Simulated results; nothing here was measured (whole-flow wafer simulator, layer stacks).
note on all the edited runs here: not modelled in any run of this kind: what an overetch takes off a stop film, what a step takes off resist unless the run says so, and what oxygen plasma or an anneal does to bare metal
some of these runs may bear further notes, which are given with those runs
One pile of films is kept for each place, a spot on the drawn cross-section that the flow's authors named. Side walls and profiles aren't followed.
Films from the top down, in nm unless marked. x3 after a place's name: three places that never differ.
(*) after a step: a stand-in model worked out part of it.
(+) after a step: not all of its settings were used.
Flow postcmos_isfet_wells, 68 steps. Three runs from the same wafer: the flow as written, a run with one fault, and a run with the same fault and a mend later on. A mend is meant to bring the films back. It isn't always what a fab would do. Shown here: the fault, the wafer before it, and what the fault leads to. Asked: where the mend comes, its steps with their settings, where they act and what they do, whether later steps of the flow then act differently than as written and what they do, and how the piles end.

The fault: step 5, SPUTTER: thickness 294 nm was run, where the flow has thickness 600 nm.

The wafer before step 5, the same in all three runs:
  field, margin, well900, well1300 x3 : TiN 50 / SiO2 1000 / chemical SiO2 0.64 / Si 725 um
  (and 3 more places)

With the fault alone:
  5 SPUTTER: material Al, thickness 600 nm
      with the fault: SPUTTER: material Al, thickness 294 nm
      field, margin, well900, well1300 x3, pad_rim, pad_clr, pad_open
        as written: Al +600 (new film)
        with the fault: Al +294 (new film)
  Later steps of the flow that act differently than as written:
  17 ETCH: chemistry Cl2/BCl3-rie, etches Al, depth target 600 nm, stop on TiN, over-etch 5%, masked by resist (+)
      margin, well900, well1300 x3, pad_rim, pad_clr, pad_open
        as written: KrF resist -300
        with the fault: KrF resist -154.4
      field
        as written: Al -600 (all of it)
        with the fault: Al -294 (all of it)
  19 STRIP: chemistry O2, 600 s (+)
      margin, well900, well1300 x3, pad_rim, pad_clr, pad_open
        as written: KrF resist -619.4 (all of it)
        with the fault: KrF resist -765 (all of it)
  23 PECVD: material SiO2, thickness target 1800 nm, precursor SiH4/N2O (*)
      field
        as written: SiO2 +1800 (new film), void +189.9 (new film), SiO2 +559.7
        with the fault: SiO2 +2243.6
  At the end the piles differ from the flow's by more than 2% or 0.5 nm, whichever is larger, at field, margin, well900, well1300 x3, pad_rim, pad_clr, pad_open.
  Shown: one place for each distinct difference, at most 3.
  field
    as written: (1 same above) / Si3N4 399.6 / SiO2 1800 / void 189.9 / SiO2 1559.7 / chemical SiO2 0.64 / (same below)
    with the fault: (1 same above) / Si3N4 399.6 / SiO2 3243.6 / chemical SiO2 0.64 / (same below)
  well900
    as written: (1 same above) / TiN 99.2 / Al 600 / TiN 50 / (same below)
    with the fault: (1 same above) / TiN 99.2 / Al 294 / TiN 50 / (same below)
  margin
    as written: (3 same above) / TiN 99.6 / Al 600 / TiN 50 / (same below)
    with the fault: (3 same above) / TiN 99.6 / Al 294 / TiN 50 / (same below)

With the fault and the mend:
  The mend comes after step 5.
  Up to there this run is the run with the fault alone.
  5a SPUTTER: material Al, thickness 306 nm (the flow's step 5 once more, with other settings)
      field, margin, well900, well1300 x3, pad_rim, pad_clr, pad_open
        Al +306
  No later step of the flow acts differently than as written at any place that is followed.
  At the end the piles are the same as the flow's at every place that both follow.
